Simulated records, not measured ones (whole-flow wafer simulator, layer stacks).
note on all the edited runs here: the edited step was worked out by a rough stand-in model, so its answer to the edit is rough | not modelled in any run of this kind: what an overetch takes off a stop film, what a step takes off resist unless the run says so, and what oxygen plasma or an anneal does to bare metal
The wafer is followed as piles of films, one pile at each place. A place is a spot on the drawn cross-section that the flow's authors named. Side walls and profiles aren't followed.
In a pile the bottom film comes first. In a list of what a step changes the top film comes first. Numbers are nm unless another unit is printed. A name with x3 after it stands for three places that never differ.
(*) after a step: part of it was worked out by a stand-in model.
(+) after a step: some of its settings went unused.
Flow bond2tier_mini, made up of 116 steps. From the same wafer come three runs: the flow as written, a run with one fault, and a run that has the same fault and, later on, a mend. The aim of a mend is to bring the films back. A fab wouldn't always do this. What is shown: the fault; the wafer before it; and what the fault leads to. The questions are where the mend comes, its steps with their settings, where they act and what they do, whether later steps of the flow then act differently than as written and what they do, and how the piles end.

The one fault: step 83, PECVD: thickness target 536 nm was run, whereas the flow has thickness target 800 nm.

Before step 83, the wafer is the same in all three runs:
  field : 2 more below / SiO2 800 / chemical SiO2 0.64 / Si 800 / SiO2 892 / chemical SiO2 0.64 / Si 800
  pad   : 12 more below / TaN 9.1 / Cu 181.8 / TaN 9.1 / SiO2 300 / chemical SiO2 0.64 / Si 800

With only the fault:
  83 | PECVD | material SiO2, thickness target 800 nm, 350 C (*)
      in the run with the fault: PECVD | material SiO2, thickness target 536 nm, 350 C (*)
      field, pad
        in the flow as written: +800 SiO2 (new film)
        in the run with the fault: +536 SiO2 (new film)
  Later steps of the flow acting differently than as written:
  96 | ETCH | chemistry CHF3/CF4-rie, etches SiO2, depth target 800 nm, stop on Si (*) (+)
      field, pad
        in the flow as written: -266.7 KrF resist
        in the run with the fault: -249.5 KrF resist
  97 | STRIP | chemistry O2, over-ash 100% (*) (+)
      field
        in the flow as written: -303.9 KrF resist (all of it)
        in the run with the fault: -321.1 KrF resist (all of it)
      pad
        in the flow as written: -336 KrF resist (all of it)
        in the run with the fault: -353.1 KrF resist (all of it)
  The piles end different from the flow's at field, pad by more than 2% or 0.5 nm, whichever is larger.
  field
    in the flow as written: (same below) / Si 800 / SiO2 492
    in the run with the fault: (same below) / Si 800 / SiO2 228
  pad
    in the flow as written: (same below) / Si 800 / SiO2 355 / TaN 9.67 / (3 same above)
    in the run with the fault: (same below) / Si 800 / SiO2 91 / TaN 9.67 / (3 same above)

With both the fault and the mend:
  The mend stands after step 83.
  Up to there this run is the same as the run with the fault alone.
  83a | PECVD | material SiO2, thickness target 264 nm, 350 C (a further turn of the flow's step 83, with different settings)
      field, pad
        +264 SiO2
  Every later step of the flow that is run acts as written at every place that is followed.
  At every place that both follow, the piles at the end match the flow's.
